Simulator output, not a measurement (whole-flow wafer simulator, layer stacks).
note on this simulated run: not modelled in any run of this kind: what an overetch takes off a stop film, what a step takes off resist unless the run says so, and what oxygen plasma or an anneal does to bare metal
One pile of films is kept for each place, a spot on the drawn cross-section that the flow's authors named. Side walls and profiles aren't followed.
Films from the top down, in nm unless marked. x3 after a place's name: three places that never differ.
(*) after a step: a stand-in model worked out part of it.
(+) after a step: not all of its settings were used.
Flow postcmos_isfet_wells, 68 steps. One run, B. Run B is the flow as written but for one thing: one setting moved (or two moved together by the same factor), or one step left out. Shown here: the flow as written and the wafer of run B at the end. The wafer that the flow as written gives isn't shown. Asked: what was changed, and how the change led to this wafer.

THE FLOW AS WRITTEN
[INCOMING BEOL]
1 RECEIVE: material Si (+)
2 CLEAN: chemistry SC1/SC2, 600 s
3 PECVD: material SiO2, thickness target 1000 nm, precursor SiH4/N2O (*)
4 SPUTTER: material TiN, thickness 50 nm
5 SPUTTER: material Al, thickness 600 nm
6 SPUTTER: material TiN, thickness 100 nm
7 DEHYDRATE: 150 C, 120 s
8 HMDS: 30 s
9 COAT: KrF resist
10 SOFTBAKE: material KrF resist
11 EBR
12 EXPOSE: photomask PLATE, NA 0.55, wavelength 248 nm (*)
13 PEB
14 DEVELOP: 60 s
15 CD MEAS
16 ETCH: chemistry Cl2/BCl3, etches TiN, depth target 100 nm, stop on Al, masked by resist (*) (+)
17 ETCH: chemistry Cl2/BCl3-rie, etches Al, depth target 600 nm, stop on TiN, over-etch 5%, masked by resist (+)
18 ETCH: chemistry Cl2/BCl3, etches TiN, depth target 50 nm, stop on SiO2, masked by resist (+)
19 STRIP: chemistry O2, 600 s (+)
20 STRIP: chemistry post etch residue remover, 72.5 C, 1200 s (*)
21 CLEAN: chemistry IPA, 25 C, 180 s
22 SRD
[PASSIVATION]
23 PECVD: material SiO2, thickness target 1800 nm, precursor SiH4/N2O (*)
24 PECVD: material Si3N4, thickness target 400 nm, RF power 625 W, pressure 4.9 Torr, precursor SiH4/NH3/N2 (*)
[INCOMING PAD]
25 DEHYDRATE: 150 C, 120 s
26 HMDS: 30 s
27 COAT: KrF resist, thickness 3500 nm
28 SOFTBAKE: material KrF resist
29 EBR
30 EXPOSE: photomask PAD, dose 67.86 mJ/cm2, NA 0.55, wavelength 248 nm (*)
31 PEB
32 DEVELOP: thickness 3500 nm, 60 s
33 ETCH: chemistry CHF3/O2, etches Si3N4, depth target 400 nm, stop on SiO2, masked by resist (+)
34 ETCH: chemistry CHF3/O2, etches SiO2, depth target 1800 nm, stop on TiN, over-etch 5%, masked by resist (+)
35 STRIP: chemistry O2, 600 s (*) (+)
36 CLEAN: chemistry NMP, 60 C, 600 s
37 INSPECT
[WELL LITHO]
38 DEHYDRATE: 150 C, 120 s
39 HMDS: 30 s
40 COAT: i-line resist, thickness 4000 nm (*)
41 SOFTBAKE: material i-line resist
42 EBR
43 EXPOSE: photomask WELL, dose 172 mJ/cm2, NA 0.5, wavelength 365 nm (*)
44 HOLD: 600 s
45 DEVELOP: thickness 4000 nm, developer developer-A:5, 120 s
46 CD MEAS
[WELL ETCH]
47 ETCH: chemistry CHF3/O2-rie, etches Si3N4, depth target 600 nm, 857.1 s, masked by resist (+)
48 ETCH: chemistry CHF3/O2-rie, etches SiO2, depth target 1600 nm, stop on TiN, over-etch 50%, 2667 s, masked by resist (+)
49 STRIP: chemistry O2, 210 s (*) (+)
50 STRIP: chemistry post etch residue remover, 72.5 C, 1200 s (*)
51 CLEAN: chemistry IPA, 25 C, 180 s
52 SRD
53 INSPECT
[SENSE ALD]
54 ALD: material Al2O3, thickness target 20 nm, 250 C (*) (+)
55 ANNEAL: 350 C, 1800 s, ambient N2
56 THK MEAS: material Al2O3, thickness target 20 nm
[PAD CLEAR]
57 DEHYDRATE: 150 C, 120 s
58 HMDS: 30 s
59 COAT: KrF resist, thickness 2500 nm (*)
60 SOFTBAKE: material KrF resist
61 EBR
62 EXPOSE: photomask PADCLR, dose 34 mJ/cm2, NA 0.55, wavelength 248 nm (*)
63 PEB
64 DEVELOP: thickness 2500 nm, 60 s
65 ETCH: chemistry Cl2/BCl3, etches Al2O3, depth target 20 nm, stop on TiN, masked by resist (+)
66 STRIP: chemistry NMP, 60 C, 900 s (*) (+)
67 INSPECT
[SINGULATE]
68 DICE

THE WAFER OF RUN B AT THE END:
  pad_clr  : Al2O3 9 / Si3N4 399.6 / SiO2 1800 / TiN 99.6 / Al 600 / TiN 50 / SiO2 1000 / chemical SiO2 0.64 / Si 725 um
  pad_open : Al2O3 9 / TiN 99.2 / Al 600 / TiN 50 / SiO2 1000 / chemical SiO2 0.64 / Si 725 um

The cause: step 65, ETCH: depth target 11 nm was run, where the flow has depth target 20 nm.

How the change led to this, step by step:
  65 ETCH: chemistry Cl2/BCl3, etches Al2O3, depth target 20 nm, stop on TiN, masked by resist (+)
      pad_clr, pad_open: Al2O3 -11 (as written it would be: Al2O3 -20 (all of it))
      field, margin, pad_rim: KrF resist -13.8 (as written it would be: KrF resist -25)
